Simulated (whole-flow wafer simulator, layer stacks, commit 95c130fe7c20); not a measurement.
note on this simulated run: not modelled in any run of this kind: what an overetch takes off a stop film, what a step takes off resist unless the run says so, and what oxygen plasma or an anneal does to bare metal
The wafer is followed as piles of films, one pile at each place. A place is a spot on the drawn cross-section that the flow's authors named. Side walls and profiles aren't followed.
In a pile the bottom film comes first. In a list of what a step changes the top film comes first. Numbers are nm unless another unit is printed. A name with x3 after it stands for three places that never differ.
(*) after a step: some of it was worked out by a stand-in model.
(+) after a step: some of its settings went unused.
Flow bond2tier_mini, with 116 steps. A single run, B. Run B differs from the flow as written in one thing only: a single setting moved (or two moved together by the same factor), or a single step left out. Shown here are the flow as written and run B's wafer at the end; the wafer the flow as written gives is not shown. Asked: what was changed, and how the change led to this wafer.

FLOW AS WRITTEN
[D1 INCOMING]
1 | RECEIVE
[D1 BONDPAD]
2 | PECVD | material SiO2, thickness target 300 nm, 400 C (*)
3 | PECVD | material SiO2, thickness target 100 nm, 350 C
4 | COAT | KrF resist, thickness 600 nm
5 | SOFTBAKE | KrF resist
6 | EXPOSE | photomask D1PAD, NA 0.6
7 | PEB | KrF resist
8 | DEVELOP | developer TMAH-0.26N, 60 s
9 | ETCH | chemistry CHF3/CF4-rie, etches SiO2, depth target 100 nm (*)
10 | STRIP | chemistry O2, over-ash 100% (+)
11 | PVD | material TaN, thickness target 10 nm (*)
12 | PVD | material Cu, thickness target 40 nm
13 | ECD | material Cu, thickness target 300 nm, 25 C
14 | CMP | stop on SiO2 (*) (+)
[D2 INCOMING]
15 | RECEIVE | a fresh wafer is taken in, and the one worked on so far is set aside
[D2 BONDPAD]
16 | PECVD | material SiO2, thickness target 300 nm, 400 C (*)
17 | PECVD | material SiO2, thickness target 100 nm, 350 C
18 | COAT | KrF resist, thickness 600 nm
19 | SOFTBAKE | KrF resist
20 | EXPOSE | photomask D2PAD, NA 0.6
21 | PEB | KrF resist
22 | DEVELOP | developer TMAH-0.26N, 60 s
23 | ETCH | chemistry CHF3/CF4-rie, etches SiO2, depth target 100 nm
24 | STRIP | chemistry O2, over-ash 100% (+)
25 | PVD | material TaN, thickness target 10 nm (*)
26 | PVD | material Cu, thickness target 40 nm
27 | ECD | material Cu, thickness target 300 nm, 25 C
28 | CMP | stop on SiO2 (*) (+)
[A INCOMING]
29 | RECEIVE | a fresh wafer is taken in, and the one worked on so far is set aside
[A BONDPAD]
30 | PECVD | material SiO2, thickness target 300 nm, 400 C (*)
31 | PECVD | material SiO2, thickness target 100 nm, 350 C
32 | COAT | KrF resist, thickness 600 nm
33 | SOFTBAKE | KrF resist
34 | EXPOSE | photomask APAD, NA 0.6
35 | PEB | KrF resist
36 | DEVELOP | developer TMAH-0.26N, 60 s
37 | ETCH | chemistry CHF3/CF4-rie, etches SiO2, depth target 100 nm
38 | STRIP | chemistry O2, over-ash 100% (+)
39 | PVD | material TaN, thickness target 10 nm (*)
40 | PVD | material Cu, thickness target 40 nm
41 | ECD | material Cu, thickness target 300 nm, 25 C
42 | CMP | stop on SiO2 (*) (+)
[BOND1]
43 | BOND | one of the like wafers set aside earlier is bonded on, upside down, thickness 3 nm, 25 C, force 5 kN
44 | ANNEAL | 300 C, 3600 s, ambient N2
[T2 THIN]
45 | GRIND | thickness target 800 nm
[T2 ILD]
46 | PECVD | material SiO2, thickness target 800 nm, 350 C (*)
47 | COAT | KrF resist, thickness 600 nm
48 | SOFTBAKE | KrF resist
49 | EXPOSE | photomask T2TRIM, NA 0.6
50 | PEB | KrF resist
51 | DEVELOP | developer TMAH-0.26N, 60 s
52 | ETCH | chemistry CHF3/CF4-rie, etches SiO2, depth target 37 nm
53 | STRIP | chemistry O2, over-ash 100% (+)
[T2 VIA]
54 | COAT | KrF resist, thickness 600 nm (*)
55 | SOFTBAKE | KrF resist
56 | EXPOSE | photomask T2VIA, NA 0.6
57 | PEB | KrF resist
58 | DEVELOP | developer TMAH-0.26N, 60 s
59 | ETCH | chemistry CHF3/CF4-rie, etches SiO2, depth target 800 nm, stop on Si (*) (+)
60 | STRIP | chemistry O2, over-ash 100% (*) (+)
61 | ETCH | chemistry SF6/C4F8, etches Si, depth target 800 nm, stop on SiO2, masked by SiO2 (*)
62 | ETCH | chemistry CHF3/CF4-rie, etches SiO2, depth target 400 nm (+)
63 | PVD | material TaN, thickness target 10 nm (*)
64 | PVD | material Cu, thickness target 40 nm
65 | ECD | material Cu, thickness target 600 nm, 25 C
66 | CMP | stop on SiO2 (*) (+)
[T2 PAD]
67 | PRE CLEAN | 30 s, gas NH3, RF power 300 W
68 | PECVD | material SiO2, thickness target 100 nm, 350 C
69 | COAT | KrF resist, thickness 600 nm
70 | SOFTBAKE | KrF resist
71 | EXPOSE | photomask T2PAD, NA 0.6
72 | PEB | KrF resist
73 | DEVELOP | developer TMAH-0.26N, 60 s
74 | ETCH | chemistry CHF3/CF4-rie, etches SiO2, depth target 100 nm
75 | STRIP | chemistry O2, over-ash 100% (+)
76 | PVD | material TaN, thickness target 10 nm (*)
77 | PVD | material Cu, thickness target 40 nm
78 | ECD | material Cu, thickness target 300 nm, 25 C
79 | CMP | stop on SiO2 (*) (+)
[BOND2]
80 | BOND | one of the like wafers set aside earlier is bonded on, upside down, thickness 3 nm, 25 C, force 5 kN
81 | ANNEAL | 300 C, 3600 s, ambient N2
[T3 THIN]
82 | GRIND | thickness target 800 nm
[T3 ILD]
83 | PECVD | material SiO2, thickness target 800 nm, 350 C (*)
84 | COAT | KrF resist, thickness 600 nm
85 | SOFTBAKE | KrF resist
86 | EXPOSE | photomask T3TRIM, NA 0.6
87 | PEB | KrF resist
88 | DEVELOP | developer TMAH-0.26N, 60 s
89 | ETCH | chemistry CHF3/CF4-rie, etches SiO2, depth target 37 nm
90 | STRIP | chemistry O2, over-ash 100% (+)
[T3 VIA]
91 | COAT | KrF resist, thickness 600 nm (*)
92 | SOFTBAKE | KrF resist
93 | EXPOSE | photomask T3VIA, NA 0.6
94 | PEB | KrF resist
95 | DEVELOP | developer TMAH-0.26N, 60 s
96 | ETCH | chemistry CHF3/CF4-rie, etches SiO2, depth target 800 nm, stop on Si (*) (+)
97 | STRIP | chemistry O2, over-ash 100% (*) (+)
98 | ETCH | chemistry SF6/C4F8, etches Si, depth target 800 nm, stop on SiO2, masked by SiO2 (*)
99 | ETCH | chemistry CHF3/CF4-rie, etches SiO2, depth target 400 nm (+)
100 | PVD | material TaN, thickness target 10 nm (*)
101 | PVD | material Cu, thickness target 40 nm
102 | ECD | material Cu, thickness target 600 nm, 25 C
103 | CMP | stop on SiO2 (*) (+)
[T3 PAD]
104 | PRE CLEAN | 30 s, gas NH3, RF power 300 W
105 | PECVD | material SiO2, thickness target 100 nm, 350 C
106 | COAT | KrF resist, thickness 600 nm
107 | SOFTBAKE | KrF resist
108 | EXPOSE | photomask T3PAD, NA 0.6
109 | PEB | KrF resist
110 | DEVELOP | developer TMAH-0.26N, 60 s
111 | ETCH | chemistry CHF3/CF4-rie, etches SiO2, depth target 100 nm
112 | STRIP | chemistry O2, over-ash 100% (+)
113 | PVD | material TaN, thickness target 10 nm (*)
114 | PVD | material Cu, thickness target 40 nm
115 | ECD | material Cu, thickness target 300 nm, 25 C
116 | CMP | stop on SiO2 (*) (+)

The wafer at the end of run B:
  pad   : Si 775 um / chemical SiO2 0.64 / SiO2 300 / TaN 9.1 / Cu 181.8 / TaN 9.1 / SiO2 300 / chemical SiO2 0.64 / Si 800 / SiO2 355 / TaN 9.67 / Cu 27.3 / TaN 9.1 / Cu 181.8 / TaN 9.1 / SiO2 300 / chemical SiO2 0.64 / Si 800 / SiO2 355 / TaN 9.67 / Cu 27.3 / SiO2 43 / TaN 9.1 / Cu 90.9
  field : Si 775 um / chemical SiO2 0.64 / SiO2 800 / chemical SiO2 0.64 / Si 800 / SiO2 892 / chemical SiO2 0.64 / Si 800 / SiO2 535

Cause: step 105, PECVD: thickness target 143 nm was run, while the flow as written has thickness target 100 nm.

How this came from the change, step by step:
  105 | PECVD | material SiO2, thickness target 100 nm, 350 C
      field: SiO2 gains 143 (in the flow as written it would be: SiO2 gains 100)
      pad: SiO2 gains 143 (new film) (in the flow as written it would be: SiO2 gains 100 (new film))
  111 | ETCH | chemistry CHF3/CF4-rie, etches SiO2, depth target 100 nm
      pad: SiO2 loses 100 (in the flow as written it would be: SiO2 loses 100 (all of it))
Taking metal films that touch as one body, pad has 4 bodies (between them, from the top down: SiO2 43; SiO2 355 / Si 800 / chemical SiO2 0.64 / SiO2 300; SiO2 355 / Si 800 / chemical SiO2 0.64 / SiO2 300); the flow as written gives 3 bodies (between them, from the top down: SiO2 355 / Si 800 / chemical SiO2 0.64 / SiO2 300; SiO2 355 / Si 800 / chemical SiO2 0.64 / SiO2 300).
